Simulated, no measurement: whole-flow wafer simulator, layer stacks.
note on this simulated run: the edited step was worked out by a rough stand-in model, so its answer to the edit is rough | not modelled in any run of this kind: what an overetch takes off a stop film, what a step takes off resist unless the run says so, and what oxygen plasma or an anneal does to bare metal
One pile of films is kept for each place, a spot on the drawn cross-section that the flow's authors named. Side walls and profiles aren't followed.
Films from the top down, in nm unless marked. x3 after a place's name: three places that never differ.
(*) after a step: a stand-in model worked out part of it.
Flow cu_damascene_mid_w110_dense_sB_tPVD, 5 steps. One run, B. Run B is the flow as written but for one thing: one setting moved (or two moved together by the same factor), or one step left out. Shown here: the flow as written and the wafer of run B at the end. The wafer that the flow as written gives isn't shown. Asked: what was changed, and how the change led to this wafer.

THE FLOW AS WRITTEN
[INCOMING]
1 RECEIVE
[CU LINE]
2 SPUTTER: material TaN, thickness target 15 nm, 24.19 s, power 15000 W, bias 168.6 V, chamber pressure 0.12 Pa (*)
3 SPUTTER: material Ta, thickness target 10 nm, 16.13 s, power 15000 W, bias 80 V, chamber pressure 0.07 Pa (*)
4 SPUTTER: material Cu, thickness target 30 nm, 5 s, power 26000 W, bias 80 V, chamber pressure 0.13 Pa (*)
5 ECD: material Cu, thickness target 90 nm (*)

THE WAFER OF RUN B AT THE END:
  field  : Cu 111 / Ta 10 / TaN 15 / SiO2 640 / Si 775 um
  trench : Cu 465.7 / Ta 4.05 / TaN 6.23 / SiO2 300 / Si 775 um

The cause: step 4, SPUTTER: thickness target 21 nm was run, where the flow has thickness target 30 nm.

How the change led to this, step by step:
  4 SPUTTER: material Cu, thickness target 30 nm, 5 s, power 26000 W, bias 80 V, chamber pressure 0.13 Pa (*)
      field: Cu +21 (new film) (as written it would be: Cu +30 (new film))
      trench: Cu +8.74 (new film) (as written it would be: Cu +12.5 (new film))
